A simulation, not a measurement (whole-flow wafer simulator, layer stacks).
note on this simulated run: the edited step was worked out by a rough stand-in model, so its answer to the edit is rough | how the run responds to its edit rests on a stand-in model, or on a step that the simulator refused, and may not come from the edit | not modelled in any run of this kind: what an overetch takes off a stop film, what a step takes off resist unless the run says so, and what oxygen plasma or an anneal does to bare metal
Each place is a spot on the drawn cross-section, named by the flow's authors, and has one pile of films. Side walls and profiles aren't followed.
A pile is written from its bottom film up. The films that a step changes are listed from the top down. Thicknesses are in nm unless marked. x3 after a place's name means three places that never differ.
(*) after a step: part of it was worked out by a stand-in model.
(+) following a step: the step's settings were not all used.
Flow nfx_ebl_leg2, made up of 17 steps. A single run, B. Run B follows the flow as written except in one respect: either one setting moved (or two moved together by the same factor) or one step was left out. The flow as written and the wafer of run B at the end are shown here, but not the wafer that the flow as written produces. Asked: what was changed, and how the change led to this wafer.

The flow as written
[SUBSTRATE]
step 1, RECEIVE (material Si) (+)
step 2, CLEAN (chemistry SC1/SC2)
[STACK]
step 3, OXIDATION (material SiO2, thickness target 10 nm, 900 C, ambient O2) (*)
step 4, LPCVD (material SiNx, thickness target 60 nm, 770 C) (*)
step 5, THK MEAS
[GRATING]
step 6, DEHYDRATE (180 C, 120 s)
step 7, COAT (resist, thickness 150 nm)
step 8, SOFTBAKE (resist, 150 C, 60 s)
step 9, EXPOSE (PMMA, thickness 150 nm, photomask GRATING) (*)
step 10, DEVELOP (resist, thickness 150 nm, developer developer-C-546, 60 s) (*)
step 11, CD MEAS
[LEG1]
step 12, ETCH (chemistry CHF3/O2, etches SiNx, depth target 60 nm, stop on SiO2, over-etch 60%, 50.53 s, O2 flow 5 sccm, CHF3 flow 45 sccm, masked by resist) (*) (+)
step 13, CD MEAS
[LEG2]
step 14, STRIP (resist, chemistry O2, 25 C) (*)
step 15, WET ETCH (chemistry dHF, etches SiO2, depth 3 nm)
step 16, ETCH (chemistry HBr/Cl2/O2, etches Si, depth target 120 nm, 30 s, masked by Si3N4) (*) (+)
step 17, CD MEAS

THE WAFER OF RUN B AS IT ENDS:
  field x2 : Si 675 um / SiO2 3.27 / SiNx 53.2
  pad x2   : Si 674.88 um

Cause: step 3, OXIDATION: 765 C was run, while the flow as written has 900 C.

The path from the change to this, step by step:
  step 3, OXIDATION (material SiO2, thickness target 10 nm, 900 C, ambient O2) (*)
      field x2, pad x2: SiO2 gains 3.27 (new film), chemical SiO2 loses 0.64 (all of it), Si loses 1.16 (in the flow as written it would be: SiO2 gains 10 (new film), chemical SiO2 loses 0.64 (all of it), Si loses 4.12)
  step 12, ETCH (chemistry CHF3/O2, etches SiNx, depth target 60 nm, stop on SiO2, over-etch 60%, 50.53 s, O2 flow 5 sccm, CHF3 flow 45 sccm, masked by resist) (*) (+)
      pad x2: SiNx loses 60 (all of it), SiO2 loses 3.27 (all of it) (in the flow as written it would be: SiNx loses 60 (all of it), SiO2 loses 10 (all of it))
